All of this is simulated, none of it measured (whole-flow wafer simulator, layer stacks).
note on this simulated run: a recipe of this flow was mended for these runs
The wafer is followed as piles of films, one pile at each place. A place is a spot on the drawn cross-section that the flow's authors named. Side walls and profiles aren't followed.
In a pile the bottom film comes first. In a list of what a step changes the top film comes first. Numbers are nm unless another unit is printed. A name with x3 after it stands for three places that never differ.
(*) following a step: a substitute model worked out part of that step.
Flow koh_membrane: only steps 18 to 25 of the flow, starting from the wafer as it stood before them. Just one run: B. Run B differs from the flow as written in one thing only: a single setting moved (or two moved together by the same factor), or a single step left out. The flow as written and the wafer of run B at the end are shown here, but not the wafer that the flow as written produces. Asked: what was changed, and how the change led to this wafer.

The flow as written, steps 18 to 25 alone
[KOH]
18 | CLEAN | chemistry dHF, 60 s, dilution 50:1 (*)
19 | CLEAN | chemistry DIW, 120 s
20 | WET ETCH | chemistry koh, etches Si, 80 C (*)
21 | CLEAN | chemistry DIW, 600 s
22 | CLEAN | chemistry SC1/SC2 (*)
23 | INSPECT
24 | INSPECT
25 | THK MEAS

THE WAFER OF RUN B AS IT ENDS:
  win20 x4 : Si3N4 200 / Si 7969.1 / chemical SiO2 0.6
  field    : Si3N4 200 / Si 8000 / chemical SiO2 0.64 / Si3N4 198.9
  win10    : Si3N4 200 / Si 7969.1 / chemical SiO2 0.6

Cause: step 20, WET ETCH: chemistry koh, etches Si, 80 C (*), was not run.

How this came from the change, step by step:
  22 | CLEAN | chemistry SC1/SC2 (*)
      win20 x4: chemical SiO2 gains 0.6 (new film), Si loses 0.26 (it would be, as written: nothing)
